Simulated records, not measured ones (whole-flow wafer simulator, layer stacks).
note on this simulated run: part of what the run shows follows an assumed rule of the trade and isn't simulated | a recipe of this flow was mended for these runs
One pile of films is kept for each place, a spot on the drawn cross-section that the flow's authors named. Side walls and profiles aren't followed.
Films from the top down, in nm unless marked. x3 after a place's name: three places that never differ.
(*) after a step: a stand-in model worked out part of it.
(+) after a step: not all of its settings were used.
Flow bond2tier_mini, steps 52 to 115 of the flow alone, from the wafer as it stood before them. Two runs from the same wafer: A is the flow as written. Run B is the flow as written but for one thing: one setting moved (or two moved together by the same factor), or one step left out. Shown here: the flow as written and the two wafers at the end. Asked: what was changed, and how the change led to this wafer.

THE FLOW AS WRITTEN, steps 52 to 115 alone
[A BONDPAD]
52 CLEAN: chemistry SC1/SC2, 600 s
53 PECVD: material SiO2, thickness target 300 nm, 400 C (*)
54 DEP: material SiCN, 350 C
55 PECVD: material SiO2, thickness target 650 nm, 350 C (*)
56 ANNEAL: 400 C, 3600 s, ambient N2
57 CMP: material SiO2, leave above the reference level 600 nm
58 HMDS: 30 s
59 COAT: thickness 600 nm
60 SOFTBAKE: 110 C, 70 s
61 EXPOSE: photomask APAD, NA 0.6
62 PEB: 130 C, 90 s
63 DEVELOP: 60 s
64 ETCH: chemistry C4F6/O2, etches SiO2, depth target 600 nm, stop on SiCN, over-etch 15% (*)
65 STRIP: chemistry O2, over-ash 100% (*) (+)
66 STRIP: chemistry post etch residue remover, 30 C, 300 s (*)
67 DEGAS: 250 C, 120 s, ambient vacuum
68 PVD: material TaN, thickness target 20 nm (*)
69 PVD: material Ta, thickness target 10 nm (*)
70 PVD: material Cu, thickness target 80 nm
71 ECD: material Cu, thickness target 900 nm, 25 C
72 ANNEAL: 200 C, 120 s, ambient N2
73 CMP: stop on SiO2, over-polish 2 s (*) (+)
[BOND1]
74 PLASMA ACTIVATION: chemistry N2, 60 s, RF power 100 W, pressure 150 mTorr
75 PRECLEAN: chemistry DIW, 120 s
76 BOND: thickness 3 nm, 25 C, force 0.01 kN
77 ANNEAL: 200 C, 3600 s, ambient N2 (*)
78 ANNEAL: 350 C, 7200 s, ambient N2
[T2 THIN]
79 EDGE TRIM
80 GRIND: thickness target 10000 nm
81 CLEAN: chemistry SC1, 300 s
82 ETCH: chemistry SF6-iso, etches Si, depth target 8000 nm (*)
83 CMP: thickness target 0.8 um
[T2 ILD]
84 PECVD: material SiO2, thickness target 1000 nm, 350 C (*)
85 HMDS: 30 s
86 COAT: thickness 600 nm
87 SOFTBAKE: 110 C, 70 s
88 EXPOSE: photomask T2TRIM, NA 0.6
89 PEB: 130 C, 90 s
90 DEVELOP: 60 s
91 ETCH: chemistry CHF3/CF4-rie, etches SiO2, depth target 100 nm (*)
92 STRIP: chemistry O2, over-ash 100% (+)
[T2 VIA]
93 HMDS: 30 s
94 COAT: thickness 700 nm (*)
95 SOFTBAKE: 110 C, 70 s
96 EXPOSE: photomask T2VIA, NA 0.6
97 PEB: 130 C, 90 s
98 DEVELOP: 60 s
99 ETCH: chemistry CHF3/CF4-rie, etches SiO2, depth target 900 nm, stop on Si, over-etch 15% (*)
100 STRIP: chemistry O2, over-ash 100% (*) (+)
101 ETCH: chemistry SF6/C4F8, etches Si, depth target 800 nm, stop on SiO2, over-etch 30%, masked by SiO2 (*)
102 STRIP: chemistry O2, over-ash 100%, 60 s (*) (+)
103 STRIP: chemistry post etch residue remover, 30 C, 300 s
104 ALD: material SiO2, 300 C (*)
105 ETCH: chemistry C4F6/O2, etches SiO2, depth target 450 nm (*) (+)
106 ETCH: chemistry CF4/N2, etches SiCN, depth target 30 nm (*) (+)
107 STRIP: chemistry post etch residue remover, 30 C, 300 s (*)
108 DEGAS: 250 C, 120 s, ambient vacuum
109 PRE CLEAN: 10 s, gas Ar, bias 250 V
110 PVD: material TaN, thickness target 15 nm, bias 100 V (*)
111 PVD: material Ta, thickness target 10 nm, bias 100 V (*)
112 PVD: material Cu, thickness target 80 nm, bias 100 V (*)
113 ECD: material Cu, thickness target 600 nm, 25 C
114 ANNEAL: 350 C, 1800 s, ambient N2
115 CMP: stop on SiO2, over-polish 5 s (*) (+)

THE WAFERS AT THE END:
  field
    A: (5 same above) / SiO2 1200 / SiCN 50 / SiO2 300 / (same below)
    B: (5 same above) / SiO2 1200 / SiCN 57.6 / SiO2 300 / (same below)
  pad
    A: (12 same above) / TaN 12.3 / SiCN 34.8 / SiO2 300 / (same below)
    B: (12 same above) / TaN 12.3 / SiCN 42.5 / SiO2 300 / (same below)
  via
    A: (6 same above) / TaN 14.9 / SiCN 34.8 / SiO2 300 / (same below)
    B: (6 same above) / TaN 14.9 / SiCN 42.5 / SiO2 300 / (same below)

The cause: step 54, DEP: 316 C was run, where the flow has 350 C.

How the change led to this, step by step:
  54 DEP: material SiCN, 350 C
      field, pad, via: A SiCN +50 (new film) | B SiCN +57.6 (new film)
